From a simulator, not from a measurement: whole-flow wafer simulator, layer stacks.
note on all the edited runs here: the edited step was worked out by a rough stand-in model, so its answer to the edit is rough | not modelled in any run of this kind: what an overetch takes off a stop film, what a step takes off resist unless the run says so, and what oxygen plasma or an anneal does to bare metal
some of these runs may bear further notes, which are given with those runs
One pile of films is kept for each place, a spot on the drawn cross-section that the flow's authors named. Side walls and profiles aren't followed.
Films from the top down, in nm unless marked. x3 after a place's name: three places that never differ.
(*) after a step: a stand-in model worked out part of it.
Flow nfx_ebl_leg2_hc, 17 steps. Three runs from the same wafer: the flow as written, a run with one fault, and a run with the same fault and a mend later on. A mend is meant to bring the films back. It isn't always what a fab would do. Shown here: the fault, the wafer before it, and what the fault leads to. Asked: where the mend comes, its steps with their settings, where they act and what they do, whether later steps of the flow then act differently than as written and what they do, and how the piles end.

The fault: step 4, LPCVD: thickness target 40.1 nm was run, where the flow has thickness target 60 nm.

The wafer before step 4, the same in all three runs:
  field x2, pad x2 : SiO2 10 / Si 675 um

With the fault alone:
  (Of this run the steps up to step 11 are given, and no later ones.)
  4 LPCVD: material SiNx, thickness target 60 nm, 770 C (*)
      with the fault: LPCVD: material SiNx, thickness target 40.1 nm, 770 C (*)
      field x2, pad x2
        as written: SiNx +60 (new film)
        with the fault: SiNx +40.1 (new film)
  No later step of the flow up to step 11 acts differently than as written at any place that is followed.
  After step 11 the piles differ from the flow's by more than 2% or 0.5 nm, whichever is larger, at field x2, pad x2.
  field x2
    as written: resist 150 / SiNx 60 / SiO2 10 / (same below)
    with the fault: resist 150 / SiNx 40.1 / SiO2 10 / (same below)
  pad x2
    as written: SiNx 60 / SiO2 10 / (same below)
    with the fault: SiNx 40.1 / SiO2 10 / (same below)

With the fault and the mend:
  The mend comes after step 5.
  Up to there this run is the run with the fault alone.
  5a LPCVD: material SiNx, thickness target 19.9 nm, 770 C (*) (the flow's step 4 once more, with other settings)
      field x2, pad x2
        SiNx +19.9
  No later step of the flow acts differently than as written at any place that is followed.
  At the end the piles are the same as the flow's at every place that both follow.
